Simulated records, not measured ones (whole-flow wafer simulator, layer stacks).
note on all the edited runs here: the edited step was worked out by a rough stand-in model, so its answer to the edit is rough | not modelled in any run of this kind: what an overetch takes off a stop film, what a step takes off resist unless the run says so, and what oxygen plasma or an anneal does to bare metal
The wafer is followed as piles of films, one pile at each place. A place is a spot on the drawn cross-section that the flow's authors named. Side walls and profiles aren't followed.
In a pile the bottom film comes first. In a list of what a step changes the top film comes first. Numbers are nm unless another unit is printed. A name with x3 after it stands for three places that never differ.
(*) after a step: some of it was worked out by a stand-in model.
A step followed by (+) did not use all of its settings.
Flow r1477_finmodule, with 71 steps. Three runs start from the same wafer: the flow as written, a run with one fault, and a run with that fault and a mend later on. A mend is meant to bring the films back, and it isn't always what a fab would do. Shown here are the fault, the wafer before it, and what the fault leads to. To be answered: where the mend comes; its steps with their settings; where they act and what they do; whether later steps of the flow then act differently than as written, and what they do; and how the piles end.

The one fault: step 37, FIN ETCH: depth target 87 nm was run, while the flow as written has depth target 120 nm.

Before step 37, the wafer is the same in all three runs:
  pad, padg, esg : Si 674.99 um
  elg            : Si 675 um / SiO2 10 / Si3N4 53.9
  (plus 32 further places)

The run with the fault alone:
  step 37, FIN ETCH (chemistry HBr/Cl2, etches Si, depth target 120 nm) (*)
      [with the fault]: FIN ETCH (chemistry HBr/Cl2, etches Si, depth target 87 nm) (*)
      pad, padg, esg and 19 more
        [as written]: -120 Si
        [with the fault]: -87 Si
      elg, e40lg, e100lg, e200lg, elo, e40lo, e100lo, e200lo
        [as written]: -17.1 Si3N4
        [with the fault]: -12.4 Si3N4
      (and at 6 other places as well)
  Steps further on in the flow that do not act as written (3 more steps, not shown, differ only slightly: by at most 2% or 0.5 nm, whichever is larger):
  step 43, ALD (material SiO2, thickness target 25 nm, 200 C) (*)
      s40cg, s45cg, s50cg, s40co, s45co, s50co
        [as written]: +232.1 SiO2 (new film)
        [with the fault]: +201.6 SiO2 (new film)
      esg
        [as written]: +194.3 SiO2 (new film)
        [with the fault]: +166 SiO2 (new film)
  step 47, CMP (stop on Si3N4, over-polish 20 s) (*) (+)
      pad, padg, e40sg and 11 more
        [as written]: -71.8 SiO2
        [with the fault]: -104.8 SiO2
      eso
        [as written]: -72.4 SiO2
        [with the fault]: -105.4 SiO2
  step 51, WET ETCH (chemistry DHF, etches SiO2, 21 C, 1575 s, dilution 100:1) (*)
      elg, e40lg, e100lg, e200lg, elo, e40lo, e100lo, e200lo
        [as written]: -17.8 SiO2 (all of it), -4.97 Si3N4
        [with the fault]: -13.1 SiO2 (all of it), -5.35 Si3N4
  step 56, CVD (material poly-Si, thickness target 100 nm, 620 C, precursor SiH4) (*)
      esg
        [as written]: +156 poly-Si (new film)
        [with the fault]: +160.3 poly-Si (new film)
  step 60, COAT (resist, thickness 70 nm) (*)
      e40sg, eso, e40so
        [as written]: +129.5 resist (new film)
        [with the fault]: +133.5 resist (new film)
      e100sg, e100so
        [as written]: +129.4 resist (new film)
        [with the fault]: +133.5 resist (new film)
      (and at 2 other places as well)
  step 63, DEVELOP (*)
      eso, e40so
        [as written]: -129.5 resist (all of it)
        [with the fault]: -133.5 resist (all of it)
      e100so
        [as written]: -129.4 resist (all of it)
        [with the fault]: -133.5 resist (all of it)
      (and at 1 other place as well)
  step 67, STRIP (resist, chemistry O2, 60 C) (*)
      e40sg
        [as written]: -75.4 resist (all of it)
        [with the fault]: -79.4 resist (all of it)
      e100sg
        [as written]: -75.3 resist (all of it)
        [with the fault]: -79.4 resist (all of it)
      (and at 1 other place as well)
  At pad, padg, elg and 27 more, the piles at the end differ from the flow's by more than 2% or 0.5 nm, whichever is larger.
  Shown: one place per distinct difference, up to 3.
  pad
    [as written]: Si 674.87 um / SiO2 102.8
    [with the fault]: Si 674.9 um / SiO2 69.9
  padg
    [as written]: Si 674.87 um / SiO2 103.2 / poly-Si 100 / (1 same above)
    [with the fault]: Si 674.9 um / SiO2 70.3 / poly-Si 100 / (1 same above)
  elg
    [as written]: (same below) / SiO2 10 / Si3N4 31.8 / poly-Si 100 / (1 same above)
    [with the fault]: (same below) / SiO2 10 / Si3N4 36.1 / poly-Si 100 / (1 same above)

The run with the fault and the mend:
  The mend follows step 38.
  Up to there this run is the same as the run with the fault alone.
  step 38a, FIN ETCH (chemistry HBr/Cl2, etches Si, depth target 33 nm) (*) (the flow's step 37 again, with other settings)
      pad, padg, esg and 19 more
        -33 Si
      elg, e40lg, e100lg, e200lg, elo, e40lo, e100lo, e200lo
        -4.71 Si3N4
      s40sg_line, s45sg_line, s50sg_line, s40so_line, s45so_line, s50so_line
        -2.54 SiO2
  Later steps of the flow that are run all act as written at every place that is followed.
  At every place that both follow, the piles at the end match the flow's.
